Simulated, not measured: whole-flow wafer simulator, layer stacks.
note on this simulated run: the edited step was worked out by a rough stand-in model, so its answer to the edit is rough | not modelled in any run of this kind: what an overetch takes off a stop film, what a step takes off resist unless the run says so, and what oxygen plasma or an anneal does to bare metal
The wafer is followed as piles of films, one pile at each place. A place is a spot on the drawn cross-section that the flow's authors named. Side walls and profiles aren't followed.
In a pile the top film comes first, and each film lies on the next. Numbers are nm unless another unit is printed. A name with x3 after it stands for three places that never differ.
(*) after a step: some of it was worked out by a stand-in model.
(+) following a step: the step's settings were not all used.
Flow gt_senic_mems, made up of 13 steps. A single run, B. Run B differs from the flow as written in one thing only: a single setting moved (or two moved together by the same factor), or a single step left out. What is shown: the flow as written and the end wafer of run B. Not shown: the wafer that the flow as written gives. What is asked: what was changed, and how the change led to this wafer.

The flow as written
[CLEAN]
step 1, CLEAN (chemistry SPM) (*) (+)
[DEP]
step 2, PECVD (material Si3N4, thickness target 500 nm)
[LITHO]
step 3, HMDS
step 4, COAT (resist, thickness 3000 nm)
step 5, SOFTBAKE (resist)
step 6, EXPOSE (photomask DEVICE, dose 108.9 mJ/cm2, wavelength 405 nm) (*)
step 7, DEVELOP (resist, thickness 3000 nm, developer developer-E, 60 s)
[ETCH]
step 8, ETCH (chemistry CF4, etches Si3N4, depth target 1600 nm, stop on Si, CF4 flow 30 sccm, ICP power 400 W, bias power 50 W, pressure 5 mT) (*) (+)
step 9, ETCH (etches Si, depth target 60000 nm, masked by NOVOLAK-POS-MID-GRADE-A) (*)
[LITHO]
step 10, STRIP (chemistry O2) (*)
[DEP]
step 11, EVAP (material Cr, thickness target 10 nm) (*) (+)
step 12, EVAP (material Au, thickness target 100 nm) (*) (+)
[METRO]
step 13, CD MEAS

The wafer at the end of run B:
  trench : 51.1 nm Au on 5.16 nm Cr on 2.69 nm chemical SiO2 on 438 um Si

What caused this: step 9, ETCH: depth target 87000 nm was run, while the flow as written has depth target 60000 nm.

Step by step, how the change led to this:
  step 9, ETCH (etches Si, depth target 60000 nm, masked by NOVOLAK-POS-MID-GRADE-A) (*)
      field: -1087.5 resist (as written it would have been: -750 resist)
      trench: -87 um Si (as written it would have been: -60 um Si)
  step 10, STRIP (chemistry O2) (*)
      field: -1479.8 resist (all of it) (as written it would have been: -1817.3 resist (all of it))
  step 11, EVAP (material Cr, thickness target 10 nm) (*) (+)
      trench: +5.16 Cr (new film) (as written it would have been: +6.45 Cr (new film))
  step 12, EVAP (material Au, thickness target 100 nm) (*) (+)
      trench: +51.1 Au (new film) (as written it would have been: +64.1 Au (new film))
